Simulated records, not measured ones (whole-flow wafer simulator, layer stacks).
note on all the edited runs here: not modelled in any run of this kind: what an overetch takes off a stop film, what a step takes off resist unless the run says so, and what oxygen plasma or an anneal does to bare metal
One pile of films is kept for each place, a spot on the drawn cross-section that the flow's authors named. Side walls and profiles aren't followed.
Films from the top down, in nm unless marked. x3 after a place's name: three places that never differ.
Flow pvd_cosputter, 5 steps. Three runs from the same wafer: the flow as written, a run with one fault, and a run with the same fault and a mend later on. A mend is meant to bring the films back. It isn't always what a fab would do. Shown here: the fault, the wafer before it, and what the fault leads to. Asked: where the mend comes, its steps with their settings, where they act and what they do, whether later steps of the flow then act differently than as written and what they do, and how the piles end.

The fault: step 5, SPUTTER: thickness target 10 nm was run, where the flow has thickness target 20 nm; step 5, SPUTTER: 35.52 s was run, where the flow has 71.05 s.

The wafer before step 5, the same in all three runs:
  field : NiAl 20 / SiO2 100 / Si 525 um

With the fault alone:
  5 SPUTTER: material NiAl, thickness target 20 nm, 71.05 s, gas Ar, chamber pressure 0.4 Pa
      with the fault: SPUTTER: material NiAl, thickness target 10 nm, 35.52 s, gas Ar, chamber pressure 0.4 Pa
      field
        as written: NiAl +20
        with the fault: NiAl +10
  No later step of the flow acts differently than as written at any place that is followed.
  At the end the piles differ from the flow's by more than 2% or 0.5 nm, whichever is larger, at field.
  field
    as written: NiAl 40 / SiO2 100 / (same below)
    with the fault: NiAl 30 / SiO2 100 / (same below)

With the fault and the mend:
  The mend comes after step 5.
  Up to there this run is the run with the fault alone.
  5a SPUTTER: material NiAl, thickness target 10 nm, 35.52 s, gas Ar, chamber pressure 0.4 Pa (the flow's step 5 once more, with other settings)
      field
        NiAl +10
  No later step of the flow acts differently than as written at any place that is followed.
  At the end the piles are the same as the flow's at every place that both follow.
